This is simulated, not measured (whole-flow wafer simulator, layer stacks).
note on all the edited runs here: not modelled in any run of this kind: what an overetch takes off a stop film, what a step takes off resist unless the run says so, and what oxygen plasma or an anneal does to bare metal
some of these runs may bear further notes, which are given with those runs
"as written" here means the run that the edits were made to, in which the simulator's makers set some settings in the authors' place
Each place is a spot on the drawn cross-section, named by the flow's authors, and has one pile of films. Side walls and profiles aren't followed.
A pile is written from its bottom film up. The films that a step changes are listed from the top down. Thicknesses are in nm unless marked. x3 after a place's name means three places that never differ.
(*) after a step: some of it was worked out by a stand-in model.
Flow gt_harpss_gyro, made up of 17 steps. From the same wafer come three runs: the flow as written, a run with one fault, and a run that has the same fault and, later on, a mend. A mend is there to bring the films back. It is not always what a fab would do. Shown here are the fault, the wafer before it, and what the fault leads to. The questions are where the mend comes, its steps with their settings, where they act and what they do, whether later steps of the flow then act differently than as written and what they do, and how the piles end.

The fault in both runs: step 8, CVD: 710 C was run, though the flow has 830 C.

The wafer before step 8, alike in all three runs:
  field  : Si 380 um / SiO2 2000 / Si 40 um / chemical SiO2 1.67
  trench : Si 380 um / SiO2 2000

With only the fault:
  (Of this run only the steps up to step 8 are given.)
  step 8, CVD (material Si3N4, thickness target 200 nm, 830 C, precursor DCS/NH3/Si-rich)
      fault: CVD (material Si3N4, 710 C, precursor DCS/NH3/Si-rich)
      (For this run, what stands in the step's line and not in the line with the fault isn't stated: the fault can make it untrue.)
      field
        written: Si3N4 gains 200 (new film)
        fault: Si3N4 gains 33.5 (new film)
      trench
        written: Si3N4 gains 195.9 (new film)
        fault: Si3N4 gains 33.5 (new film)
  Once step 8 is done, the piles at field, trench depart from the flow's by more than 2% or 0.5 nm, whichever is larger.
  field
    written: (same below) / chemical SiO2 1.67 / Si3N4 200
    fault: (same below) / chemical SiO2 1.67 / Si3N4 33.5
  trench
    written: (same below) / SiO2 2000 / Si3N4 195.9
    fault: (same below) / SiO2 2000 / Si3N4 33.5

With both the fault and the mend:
  After step 8 comes the mend.
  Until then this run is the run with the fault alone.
  step 8a, CVD (material Si3N4, thickness target 166.1 nm, 830 C, precursor DCS/NH3/Si-rich) (a further turn of the flow's step 8, with different settings)
      field
        Si3N4 gains 166.1
      trench
        Si3N4 gains 162.6
  Steps later in the flow that act otherwise than as written:
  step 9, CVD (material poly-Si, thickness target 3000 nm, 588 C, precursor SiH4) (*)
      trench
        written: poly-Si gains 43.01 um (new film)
        mend: poly-Si gains 43 um (new film)
  At the end the piles are close to the flow's at the places that both follow, differing by at most 2% or 0.5 nm, whichever is larger.
